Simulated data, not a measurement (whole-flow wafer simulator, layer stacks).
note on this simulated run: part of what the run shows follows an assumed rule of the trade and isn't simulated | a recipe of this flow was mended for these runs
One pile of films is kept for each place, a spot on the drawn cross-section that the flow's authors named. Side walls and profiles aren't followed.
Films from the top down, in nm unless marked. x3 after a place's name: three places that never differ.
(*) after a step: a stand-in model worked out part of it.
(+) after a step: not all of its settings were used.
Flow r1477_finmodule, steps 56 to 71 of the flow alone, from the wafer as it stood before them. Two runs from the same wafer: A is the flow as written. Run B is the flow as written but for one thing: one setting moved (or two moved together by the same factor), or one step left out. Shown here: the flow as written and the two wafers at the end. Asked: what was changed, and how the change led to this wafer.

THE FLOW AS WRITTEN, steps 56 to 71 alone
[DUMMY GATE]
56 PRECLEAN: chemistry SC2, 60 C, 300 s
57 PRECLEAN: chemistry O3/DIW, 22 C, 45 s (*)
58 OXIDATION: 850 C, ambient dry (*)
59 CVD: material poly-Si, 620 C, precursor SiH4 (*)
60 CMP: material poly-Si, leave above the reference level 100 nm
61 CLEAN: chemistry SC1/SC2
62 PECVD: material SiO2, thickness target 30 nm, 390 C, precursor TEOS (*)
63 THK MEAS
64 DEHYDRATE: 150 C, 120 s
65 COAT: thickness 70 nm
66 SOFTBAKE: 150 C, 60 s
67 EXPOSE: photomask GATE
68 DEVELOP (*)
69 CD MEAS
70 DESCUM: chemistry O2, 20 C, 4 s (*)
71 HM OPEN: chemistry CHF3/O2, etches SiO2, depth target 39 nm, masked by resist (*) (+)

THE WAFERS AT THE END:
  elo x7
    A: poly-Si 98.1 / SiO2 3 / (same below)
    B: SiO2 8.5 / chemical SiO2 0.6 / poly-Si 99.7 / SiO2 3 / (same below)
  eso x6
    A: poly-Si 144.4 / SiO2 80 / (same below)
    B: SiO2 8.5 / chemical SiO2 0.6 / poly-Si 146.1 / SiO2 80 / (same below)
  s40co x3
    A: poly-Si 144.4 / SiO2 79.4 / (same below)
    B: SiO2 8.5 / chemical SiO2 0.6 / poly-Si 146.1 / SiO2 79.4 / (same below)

The cause: step 71, HM OPEN: depth target 21.5 nm was run, where the flow has depth target 39 nm.

How the change led to this, step by step:
  71 HM OPEN: chemistry CHF3/O2, etches SiO2, depth target 39 nm, masked by resist (*) (+)
      pad, elo x7, eso x6, e200so, s40co x3: A SiO2 -30 (all of it), chemical SiO2 -0.6 (all of it), poly-Si -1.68 | B SiO2 -21.5
      padg, elg x7, esg x6, e200sg, s40cg x3: A e-beam-resist -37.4 | B e-beam-resist -20.6
